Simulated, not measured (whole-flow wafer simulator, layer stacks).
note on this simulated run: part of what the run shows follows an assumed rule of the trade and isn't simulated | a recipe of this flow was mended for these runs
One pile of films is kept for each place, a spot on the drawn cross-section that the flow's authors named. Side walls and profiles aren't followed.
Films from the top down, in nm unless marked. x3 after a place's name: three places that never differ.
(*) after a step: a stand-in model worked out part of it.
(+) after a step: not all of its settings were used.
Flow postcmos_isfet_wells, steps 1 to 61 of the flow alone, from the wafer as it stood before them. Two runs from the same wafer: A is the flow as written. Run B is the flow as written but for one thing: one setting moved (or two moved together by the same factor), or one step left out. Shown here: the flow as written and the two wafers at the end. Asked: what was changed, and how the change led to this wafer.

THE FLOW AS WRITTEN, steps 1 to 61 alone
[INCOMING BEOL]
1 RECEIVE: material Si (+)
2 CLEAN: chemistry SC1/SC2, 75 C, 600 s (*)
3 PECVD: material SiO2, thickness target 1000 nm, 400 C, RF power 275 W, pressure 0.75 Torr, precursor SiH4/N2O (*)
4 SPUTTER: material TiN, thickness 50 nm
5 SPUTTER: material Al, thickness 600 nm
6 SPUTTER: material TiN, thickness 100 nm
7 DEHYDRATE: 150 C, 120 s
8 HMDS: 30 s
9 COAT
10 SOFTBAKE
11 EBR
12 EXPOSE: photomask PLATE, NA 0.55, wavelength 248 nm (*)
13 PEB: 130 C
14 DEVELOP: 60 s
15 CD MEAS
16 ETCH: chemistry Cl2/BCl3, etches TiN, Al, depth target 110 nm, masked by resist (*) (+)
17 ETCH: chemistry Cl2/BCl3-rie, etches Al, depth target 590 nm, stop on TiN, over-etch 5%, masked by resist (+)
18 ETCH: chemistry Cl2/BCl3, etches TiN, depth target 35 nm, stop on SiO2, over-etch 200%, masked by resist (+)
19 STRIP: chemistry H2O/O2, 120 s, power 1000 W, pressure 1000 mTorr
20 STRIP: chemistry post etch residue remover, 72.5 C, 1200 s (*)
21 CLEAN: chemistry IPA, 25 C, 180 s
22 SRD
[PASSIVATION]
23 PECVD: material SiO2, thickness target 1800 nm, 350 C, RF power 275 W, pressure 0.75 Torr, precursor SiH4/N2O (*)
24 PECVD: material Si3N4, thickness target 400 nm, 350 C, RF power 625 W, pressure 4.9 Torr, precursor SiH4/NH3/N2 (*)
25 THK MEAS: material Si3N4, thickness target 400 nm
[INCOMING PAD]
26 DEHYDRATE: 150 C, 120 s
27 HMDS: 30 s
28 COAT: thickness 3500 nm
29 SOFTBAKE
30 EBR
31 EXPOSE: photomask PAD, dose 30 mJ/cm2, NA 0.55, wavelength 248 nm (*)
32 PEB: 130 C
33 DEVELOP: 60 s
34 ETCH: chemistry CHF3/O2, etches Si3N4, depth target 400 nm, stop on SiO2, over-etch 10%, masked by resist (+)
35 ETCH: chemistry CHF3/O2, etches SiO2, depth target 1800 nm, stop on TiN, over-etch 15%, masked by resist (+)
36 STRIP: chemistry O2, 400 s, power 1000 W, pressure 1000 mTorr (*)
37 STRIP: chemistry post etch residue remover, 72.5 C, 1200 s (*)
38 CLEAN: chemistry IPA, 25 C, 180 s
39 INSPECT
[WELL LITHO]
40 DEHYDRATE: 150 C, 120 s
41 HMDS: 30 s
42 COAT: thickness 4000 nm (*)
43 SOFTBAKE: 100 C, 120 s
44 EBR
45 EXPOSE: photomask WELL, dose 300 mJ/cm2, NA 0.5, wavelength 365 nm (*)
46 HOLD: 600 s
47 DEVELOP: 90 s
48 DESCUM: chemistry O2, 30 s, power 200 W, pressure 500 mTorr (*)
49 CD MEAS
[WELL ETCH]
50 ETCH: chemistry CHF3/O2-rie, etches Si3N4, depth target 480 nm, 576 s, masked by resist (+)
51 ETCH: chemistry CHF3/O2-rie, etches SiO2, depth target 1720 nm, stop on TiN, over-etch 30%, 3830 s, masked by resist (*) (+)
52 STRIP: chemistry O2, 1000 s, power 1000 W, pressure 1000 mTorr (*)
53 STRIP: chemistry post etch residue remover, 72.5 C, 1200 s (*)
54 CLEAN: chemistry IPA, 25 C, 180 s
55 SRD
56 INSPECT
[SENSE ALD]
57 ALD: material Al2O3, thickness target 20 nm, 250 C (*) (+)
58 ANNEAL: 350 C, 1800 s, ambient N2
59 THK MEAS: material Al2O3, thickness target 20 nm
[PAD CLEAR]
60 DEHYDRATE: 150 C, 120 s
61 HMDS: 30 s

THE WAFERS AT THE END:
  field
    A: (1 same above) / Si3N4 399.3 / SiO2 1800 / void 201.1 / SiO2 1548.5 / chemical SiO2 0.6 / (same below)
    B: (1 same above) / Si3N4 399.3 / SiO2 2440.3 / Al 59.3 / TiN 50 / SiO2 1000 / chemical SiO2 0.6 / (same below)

The cause: step 16, ETCH: chemistry Cl2/BCl3, etches TiN, Al, depth target 110 nm, masked by resist (*) (+), was left out.

How the change led to this, step by step:
  17 ETCH: chemistry Cl2/BCl3-rie, etches Al, depth target 590 nm, stop on TiN, over-etch 5%, masked by resist (+)
      field: A Al -590 (all of it), TiN -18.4 | B TiN -100 (all of it), Al -430
  18 ETCH: chemistry Cl2/BCl3, etches TiN, depth target 35 nm, stop on SiO2, over-etch 200%, masked by resist (+)
      field: A TiN -31.6 (all of it), SiO2 -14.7 | B Al -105
      margin, well900, well1300, well2000, well3000, pad_rim, pad_clr, pad_open: A thick-KrF-resist -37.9 | B thick-KrF-resist -42
  19 STRIP: chemistry H2O/O2, 120 s, power 1000 W, pressure 1000 mTorr
      margin, well900, well1300, well2000, well3000, pad_rim, pad_clr, pad_open: A thick-KrF-resist -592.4 (all of it) | B thick-KrF-resist -632.2 (all of it)
  20 STRIP: chemistry post etch residue remover, 72.5 C, 1200 s (*)
      field: A nothing | B Al -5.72
  23 PECVD: material SiO2, thickness target 1800 nm, 350 C, RF power 275 W, pressure 0.75 Torr, precursor SiH4/N2O (*)
      field: A SiO2 +1800 (new film), void +201.1 (new film), SiO2 +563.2 | B SiO2 +2440.3 (new film)
Counting metal films that touch as one body, field has 1 body; the flow as written gives 0 bodies.
